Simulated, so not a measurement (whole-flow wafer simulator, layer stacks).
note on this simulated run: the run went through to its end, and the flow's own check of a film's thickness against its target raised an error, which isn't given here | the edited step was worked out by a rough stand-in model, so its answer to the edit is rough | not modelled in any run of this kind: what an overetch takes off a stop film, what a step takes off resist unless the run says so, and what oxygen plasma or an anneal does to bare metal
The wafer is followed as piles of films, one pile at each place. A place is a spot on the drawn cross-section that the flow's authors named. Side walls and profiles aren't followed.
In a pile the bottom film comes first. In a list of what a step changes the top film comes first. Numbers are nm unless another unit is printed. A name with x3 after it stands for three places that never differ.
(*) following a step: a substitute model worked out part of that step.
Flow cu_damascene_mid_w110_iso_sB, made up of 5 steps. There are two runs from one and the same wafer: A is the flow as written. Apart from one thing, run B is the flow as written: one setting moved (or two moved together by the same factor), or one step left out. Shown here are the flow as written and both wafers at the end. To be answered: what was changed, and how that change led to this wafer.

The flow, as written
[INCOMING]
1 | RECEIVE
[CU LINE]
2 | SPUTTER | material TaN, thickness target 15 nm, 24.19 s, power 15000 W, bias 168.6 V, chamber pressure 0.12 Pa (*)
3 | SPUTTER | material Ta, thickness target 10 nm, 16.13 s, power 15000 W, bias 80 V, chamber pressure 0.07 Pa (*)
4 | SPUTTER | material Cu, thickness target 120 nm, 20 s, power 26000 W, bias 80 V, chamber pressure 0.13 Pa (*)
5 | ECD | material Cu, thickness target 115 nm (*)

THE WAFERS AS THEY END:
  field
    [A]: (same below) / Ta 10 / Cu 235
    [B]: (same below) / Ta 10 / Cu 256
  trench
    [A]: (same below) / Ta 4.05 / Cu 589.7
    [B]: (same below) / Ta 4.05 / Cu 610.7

Cause: step 4, SPUTTER: thickness target 141 nm was run, while the flow as written has thickness target 120 nm; step 4, SPUTTER: 23.5 s was run, where the flow has 20 s.

The path from the change to this, step by step:
  4 | SPUTTER | material Cu, thickness target 120 nm, 20 s, power 26000 W, bias 80 V, chamber pressure 0.13 Pa (*)
      field: A +120 Cu (new film) | B +141 Cu (new film)
      trench: A +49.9 Cu (new film) | B +58.7 Cu (new film)
  5 | ECD | material Cu, thickness target 115 nm (*)
      trench: A +539.8 Cu | B +552.1 Cu
